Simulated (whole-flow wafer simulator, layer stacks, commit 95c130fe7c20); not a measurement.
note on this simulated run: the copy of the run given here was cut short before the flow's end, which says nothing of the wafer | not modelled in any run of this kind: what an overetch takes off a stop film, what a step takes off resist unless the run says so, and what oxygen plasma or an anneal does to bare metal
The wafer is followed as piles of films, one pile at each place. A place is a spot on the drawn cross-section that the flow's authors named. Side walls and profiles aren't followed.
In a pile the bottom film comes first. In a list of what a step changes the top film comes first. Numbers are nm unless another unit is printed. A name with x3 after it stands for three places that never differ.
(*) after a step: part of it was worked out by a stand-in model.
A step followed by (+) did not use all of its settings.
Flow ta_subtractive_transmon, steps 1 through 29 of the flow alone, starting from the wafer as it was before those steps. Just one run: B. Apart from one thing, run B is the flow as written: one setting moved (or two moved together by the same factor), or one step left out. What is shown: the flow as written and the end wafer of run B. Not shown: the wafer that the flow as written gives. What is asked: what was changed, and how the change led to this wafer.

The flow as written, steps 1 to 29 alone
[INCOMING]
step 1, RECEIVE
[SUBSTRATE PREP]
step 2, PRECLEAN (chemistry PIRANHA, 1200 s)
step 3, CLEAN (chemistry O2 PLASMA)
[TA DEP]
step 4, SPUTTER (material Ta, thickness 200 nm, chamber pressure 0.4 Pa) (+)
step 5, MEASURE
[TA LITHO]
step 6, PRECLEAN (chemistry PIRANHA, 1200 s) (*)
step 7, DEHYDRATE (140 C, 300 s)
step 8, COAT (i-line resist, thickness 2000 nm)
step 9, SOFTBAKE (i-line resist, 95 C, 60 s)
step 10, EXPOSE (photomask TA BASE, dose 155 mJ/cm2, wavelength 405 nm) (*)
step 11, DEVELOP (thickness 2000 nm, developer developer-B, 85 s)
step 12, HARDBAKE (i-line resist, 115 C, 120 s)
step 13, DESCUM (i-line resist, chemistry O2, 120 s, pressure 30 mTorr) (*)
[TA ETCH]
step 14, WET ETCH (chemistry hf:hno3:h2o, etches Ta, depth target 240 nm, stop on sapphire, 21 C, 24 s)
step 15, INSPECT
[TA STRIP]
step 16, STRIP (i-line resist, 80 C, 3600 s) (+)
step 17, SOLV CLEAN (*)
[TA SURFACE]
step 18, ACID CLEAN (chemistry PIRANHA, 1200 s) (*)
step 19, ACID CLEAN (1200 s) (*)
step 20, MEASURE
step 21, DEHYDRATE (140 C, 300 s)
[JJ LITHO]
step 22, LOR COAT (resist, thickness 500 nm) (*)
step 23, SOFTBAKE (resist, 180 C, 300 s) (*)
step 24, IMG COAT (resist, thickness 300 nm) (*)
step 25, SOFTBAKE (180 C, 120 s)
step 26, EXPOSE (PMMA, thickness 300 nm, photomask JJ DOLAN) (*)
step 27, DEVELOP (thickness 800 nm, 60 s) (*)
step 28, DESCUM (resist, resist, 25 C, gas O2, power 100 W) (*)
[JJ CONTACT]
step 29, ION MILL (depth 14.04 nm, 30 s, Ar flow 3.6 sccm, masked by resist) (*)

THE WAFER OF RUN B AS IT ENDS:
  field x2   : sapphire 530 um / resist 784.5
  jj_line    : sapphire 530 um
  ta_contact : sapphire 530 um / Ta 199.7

What caused this: step 29, ION MILL: depth 14.04 nm, 30 s, Ar flow 3.6 sccm, masked by resist (*), was omitted.

How this came from the change, step by step:
  (no step that both runs have acts differently)
